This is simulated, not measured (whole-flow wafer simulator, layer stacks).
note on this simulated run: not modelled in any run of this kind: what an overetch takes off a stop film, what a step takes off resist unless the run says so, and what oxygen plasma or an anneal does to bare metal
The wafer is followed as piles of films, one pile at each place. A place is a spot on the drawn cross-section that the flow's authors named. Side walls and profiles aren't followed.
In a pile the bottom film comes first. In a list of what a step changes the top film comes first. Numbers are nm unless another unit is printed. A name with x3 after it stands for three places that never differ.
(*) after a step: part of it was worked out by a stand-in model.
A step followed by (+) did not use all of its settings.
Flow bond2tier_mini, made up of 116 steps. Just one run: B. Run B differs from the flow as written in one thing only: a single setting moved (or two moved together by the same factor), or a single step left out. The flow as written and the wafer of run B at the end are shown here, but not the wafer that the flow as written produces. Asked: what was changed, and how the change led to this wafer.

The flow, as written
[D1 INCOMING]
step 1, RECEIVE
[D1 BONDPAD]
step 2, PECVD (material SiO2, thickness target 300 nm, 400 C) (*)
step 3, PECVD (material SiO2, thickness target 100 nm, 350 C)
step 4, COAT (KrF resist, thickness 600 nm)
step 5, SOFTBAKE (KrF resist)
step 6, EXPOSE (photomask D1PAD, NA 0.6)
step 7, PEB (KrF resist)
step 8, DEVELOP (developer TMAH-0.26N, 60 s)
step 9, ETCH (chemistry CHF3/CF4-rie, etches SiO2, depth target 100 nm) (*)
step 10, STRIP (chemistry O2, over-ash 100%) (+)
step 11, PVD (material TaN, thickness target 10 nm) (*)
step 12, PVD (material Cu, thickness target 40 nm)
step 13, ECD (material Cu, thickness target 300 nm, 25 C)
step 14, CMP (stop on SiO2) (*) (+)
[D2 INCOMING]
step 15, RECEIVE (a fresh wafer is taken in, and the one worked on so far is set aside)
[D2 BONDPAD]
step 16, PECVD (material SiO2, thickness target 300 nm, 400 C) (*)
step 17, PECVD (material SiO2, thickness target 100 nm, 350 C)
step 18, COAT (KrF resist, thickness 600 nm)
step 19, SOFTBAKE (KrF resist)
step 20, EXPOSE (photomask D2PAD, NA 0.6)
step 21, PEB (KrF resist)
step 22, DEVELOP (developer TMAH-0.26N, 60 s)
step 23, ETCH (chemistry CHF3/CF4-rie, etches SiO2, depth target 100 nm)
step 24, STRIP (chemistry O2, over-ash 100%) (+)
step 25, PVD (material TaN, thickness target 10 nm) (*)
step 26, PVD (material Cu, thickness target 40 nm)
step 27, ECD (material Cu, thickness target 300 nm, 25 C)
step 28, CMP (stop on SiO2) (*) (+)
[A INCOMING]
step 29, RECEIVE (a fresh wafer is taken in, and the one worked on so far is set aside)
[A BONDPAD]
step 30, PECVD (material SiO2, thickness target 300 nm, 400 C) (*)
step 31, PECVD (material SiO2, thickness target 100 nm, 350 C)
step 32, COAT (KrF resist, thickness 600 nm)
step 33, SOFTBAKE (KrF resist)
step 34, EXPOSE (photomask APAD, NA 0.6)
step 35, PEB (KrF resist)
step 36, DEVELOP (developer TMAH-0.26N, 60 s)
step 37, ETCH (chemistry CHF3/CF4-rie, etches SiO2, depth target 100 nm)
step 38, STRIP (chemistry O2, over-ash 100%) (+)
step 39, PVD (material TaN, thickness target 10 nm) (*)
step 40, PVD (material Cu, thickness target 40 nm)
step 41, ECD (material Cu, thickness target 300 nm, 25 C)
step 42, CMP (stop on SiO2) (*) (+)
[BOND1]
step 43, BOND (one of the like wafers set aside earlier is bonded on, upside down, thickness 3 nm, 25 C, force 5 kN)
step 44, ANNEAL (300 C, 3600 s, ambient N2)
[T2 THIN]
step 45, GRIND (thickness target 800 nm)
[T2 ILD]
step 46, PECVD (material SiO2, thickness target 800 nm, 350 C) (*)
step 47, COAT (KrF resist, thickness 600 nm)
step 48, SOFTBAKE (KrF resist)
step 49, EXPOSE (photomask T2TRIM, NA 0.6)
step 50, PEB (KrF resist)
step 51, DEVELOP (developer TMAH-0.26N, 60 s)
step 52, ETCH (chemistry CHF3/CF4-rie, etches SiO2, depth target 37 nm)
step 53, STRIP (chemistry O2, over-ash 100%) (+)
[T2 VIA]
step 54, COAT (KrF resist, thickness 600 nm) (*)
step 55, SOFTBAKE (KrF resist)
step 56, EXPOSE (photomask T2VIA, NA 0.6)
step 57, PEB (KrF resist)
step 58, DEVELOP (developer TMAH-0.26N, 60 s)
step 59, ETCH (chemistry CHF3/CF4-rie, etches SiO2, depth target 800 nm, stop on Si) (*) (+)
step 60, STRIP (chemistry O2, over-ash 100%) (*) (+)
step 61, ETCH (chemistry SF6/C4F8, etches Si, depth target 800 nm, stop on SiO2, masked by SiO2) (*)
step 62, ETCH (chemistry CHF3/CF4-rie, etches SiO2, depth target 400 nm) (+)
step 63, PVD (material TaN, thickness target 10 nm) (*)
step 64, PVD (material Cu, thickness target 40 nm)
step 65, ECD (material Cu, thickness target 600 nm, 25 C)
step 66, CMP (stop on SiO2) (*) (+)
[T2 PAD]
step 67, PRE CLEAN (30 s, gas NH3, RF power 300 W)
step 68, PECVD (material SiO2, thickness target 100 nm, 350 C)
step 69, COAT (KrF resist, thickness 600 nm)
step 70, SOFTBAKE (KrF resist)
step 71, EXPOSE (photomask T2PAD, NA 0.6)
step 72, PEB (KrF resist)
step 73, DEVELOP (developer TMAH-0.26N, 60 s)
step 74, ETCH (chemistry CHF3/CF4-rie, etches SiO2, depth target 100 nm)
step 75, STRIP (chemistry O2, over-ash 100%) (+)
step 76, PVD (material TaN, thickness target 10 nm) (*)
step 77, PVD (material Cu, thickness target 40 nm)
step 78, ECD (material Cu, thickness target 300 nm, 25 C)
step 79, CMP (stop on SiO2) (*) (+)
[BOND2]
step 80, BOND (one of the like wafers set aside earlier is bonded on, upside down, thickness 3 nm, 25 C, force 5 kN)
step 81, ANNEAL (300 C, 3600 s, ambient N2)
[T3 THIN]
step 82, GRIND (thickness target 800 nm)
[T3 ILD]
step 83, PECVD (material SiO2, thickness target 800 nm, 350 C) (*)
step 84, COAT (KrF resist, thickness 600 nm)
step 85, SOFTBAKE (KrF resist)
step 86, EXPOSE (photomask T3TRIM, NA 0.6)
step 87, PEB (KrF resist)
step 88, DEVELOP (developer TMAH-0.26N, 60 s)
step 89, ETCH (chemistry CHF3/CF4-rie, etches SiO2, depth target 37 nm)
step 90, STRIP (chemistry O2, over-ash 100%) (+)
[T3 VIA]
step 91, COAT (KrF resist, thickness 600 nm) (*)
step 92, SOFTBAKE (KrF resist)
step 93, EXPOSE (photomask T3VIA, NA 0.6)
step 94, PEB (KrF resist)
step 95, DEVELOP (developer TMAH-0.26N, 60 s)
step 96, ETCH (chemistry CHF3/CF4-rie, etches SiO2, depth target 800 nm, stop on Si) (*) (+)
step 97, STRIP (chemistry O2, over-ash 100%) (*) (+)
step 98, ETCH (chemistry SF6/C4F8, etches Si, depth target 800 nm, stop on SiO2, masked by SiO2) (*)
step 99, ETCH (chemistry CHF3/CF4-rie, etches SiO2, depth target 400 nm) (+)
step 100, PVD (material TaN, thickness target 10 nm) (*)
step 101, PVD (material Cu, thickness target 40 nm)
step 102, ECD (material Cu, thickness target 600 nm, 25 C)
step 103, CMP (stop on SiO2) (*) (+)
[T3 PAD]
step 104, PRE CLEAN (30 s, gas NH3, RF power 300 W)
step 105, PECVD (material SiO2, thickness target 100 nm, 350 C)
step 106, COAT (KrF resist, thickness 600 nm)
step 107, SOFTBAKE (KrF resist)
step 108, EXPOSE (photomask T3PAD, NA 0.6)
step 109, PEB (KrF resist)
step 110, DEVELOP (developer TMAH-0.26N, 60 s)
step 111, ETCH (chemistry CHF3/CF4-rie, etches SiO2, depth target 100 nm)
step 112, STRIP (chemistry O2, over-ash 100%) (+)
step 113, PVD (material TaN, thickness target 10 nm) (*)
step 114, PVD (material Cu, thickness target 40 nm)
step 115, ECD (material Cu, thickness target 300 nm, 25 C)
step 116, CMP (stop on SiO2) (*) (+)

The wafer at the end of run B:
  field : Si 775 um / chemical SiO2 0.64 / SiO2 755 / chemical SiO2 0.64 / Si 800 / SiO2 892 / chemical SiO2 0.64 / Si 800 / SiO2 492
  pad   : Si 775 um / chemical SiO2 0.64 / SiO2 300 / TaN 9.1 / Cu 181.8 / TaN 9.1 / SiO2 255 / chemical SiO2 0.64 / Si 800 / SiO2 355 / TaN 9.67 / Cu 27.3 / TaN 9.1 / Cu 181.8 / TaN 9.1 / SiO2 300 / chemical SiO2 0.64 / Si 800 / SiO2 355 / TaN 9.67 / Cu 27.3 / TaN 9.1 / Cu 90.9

Cause: step 3, PECVD: thickness target 55 nm was run, though the flow has thickness target 100 nm.

How this came from the change, step by step:
  step 3, PECVD (material SiO2, thickness target 100 nm, 350 C)
      field, pad, via: +55 SiO2 (it would be, as written: +100 SiO2)
  step 43, BOND (one of the like wafers set aside earlier is bonded on, upside down, thickness 3 nm, 25 C, force 5 kN)
      field: +775 um Si (new film), +0.64 chemical SiO2 (new film), +355 SiO2 (it would be, as written: +775 um Si (new film), +0.64 chemical SiO2 (new film), +400 SiO2)
      pad: +775 um Si (new film), +0.64 chemical SiO2 (new film), +255 SiO2 (new film), +9.1 TaN (new film), +90.9 Cu (it would be, as written: +775 um Si (new film), +0.64 chemical SiO2 (new film), +300 SiO2 (new film), +9.1 TaN (new film), +90.9 Cu)
      (also at 1 further place)
